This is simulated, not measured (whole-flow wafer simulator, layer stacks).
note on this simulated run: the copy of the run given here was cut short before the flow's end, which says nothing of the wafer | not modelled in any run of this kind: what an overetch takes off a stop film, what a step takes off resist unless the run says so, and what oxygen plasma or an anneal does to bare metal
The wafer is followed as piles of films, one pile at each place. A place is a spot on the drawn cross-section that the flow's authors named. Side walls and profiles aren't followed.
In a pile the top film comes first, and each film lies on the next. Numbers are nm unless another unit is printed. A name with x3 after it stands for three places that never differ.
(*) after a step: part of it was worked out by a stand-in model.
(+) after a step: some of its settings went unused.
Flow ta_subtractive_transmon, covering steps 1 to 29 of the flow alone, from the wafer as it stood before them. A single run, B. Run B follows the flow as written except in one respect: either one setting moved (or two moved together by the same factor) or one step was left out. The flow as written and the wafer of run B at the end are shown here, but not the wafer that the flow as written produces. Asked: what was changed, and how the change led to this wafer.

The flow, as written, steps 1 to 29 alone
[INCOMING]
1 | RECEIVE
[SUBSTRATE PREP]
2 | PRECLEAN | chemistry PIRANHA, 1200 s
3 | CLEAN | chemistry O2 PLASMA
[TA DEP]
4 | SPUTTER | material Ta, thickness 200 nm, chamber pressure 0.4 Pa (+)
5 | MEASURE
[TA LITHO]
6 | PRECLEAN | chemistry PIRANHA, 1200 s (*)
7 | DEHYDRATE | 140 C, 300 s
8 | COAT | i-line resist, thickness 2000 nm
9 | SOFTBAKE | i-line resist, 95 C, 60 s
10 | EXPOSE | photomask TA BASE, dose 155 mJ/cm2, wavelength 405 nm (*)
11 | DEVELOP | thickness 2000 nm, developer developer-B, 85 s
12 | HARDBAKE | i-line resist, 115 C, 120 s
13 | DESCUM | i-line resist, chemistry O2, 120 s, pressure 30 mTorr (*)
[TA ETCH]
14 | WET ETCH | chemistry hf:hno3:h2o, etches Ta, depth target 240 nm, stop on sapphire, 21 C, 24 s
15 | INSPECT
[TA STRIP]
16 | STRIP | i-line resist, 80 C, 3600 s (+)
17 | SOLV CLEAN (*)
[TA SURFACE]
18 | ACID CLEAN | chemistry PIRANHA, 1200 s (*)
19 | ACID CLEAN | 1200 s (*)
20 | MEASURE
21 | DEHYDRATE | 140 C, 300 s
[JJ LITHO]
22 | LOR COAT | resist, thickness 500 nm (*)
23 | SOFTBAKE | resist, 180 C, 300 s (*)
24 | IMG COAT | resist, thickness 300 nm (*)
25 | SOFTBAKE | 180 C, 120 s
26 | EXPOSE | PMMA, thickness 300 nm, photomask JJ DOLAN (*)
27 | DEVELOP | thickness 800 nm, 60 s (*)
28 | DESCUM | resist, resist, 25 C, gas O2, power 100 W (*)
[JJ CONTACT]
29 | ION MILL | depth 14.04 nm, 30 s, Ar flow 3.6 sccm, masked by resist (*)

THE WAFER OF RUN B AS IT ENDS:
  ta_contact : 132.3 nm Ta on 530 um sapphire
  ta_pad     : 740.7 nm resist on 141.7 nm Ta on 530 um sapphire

What caused this: step 4, SPUTTER: thickness 142 nm was run, while the flow as written has thickness 200 nm.

The path from the change to this, step by step:
  4 | SPUTTER | material Ta, thickness 200 nm, chamber pressure 0.4 Pa (+)
      field x2, jj_line, lead, ta_contact, ta_pad: Ta gains 142 (new film) (as written it would have been: Ta gains 200 (new film))
  14 | WET ETCH | chemistry hf:hno3:h2o, etches Ta, depth target 240 nm, stop on sapphire, 21 C, 24 s
      field x2, jj_line, lead: Ta loses 142 (all of it) (as written it would have been: Ta loses 200 (all of it))
  22 | LOR COAT | resist, thickness 500 nm (*)
      lead: resist gains 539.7 (new film) (as written it would have been: resist gains 554.8 (new film))
      ta_contact: resist gains 459 (new film) (as written it would have been: resist gains 443.8 (new film))
  27 | DEVELOP | thickness 800 nm, 60 s (*)
      lead: resist loses 848.6 (all of it) (as written it would have been: resist loses 867.4 (all of it))
      ta_contact: resist loses 750.2 (all of it) (as written it would have been: resist loses 731.2 (all of it))
